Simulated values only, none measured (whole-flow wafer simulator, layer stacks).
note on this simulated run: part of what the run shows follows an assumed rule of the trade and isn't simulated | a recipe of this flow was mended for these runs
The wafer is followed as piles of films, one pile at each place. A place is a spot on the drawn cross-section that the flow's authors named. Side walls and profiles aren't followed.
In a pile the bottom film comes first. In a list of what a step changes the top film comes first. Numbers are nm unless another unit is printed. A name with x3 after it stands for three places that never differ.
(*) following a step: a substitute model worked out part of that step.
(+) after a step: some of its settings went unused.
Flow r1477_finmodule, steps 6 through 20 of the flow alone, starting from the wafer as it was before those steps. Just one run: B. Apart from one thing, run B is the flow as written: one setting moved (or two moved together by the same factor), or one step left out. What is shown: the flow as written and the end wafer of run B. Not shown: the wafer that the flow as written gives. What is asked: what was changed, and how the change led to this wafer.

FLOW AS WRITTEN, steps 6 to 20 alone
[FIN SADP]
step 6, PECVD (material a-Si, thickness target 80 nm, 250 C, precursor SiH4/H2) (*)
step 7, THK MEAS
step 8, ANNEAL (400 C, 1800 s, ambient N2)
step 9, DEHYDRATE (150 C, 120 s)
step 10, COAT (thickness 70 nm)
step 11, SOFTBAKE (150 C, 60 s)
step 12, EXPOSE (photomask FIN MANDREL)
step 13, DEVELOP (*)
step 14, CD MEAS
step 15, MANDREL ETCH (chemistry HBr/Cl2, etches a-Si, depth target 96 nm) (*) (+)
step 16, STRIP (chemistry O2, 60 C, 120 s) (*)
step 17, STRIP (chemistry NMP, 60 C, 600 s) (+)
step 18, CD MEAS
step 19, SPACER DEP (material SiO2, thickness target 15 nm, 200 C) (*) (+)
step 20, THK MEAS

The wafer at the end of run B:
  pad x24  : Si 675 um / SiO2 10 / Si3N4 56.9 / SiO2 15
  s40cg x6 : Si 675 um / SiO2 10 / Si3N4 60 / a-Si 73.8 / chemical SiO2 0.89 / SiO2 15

The reason: step 6, PECVD: thickness target 74.2 nm was run, though the flow has thickness target 80 nm.

The path from the change to this, step by step:
  step 6, PECVD (material a-Si, thickness target 80 nm, 250 C, precursor SiH4/H2) (*)
      pad x24, s40cg x6, s40sg_line x6: +74.2 a-Si (new film) (as written it would have been: +80 a-Si (new film))
  step 15, MANDREL ETCH (chemistry HBr/Cl2, etches a-Si, depth target 96 nm) (*) (+)
      pad x24, s40sg_line x6: -74.2 a-Si (all of it), -3.11 Si3N4 (as written it would have been: -80 a-Si (all of it), -2.29 Si3N4)
